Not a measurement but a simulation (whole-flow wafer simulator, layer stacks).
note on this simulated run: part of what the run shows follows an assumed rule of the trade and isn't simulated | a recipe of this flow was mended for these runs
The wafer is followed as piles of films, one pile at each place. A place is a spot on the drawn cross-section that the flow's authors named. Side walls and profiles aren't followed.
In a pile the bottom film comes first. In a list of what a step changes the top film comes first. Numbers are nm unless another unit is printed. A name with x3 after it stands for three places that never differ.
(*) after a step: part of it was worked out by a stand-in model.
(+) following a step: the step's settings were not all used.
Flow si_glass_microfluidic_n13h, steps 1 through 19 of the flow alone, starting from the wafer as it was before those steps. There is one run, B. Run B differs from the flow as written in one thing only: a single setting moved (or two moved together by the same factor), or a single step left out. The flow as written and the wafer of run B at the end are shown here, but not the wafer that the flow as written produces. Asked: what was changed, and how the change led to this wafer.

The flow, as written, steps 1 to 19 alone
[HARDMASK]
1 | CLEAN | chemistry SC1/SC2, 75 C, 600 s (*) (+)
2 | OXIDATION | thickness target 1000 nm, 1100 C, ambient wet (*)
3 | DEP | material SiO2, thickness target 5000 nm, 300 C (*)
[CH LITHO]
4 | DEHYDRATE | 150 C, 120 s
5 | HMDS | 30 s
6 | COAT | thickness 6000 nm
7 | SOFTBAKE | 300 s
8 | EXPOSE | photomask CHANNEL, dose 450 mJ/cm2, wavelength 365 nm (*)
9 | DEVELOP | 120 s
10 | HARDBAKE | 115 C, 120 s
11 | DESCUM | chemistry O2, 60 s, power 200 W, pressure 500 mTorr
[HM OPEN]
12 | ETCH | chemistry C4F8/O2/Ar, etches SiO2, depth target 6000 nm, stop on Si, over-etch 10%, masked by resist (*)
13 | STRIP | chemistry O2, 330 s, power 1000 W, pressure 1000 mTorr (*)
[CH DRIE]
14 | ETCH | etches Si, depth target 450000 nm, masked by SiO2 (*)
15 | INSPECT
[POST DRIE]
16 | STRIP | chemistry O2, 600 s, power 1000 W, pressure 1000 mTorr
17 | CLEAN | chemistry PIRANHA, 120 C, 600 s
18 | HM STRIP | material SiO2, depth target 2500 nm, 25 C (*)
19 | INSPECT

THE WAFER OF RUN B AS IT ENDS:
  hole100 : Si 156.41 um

What caused this: step 3, DEP: thickness target 6050 nm was run, though the flow has thickness target 5000 nm.

The path from the change to this, step by step:
  3 | DEP | material SiO2, thickness target 5000 nm, 300 C (*)
      land, hole100: +6050 SiO2 (in the flow as written it would be: +5000 SiO2)
  12 | ETCH | chemistry C4F8/O2/Ar, etches SiO2, depth target 6000 nm, stop on Si, over-etch 10%, masked by resist (*)
      hole100: -6600 SiO2 (in the flow as written it would be: -6000 SiO2 (all of it), -75 Si)
  13 | STRIP | chemistry O2, 330 s, power 1000 W, pressure 1000 mTorr (*)
      hole100: nothing (in the flow as written it would be: +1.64 chemical SiO2 (new film), -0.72 Si)
  14 | ETCH | etches Si, depth target 450000 nm, masked by SiO2 (*)
      hole100: -450 SiO2 (all of it), -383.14 um Si (in the flow as written it would be: -1.64 chemical SiO2 (all of it), -450.64 um Si)
  18 | HM STRIP | material SiO2, depth target 2500 nm, 25 C (*)
      land: -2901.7 SiO2 (all of it) (in the flow as written it would be: -1854.4 SiO2 (all of it))
